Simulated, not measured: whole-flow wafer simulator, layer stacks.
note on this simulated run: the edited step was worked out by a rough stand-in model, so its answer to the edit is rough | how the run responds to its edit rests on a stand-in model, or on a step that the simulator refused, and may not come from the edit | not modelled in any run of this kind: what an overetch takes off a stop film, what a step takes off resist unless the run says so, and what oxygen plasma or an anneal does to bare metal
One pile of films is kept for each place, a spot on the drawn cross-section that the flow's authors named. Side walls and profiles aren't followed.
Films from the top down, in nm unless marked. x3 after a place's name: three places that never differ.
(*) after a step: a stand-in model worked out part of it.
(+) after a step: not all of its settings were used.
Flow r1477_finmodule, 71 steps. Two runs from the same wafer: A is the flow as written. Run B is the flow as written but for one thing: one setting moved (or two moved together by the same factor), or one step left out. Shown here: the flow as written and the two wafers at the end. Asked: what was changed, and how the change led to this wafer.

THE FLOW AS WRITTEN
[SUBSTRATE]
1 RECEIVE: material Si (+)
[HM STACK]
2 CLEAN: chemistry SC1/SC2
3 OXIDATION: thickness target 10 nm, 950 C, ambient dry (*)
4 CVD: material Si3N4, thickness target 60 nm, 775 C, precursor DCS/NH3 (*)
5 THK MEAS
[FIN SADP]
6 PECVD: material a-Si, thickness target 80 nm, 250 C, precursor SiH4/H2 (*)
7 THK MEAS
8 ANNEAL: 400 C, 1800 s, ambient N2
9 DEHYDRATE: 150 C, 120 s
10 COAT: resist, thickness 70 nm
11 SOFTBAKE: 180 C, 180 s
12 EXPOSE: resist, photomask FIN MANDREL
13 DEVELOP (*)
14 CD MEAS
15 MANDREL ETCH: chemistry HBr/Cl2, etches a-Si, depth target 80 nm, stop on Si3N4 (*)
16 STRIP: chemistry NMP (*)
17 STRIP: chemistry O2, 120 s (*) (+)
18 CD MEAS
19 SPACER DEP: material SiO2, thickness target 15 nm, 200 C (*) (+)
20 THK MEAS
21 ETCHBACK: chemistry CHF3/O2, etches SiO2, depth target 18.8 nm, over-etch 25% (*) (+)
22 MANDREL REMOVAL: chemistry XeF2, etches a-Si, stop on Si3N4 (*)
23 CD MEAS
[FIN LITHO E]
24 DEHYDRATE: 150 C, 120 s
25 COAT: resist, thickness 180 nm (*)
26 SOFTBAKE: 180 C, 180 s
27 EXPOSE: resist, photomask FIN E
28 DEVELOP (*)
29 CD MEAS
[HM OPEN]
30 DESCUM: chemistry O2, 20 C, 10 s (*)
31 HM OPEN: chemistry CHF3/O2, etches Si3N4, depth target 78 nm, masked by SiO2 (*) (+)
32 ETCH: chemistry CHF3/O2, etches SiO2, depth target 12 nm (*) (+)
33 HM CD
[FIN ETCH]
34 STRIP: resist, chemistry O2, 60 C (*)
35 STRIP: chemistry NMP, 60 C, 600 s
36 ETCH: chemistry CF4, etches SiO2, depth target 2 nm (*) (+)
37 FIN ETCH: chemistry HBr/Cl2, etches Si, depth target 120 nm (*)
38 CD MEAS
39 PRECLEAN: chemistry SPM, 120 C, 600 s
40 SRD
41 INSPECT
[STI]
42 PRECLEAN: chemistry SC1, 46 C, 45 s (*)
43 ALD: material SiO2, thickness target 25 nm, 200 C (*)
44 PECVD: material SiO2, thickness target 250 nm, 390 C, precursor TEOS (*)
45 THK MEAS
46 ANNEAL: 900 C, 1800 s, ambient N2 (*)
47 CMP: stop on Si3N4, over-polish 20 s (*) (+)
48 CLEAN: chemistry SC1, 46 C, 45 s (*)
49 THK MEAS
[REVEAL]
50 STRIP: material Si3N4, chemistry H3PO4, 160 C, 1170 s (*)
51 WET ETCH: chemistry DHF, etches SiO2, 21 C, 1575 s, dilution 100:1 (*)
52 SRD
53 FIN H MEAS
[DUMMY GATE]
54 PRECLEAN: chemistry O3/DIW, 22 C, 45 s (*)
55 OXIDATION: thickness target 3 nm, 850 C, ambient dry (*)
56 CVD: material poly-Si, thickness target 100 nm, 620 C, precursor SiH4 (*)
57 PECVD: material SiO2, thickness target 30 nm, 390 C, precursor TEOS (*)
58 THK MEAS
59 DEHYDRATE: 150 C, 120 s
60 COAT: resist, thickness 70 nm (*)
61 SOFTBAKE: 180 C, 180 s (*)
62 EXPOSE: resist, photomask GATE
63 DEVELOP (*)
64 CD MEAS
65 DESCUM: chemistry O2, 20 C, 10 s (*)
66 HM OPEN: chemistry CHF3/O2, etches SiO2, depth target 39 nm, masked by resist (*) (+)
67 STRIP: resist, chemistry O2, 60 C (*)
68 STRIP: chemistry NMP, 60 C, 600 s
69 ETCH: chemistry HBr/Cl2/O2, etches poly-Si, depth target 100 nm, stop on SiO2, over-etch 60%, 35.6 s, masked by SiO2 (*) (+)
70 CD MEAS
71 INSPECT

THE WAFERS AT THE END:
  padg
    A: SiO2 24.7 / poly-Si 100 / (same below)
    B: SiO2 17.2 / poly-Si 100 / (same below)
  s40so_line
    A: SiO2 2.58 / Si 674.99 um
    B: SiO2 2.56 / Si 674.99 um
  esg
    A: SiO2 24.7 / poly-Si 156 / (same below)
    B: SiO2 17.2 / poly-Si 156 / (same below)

The cause: step 57, PECVD: thickness target 22.5 nm was run, where the flow has thickness target 30 nm.

How the change led to this, step by step:
  57 PECVD: material SiO2, thickness target 30 nm, 390 C, precursor TEOS (*)
      pad, padg, elg and 33 more: A SiO2 +30 (new film) | B SiO2 +22.5 (new film)
  66 HM OPEN: chemistry CHF3/O2, etches SiO2, depth target 39 nm, masked by resist (*) (+)
      pad, elo, eso and 15 more: A SiO2 -30 (all of it), poly-Si -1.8 | B SiO2 -22.5 (all of it), poly-Si -2.25
      padg, elg, esg and 15 more: A resist -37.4 | B resist -32.3
  67 STRIP: resist, chemistry O2, 60 C (*)
      padg, elg, esg: A resist -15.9 (all of it) | B resist -20.9 (all of it)
      e40lg, e100lg, e200lg: A resist -12.8 (all of it) | B resist -17.8 (all of it)
      (and at 12 more places)
